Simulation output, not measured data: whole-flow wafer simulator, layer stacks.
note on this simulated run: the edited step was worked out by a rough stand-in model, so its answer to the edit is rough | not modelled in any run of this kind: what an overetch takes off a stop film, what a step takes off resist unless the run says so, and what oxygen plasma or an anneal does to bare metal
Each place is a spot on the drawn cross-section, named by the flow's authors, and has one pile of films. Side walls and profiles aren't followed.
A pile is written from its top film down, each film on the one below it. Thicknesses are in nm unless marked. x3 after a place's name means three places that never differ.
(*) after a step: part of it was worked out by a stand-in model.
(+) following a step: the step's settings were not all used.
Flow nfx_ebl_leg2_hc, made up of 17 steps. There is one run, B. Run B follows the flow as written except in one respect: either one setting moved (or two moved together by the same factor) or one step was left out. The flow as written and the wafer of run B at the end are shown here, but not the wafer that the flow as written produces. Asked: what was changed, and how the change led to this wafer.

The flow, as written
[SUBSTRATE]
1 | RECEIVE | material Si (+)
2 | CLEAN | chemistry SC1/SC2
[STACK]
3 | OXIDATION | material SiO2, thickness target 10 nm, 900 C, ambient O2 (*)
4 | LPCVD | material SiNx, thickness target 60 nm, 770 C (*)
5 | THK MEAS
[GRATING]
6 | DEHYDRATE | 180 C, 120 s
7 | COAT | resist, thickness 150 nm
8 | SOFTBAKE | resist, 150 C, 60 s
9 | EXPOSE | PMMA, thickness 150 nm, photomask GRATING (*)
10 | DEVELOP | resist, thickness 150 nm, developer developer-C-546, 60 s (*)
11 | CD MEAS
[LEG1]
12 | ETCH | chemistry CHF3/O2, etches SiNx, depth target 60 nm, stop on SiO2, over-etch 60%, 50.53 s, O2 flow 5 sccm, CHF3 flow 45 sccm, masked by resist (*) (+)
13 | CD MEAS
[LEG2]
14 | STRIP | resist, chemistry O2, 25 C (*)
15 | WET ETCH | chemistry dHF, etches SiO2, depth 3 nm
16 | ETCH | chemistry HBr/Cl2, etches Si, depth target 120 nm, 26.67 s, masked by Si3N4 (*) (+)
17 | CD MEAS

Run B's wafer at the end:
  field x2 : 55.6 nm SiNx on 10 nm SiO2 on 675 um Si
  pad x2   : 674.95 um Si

Cause: step 16, ETCH: depth target 45.8 nm was run, though the flow has depth target 120 nm; step 16, ETCH: 10.19 s was run, where the flow has 26.67 s.

How this came from the change, step by step:
  16 | ETCH | chemistry HBr/Cl2, etches Si, depth target 120 nm, 26.67 s, masked by Si3N4 (*) (+)
      field x2: -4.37 SiNx (as written it would have been: -11.4 SiNx)
      pad x2: -45.8 Si (as written it would have been: -120 Si)
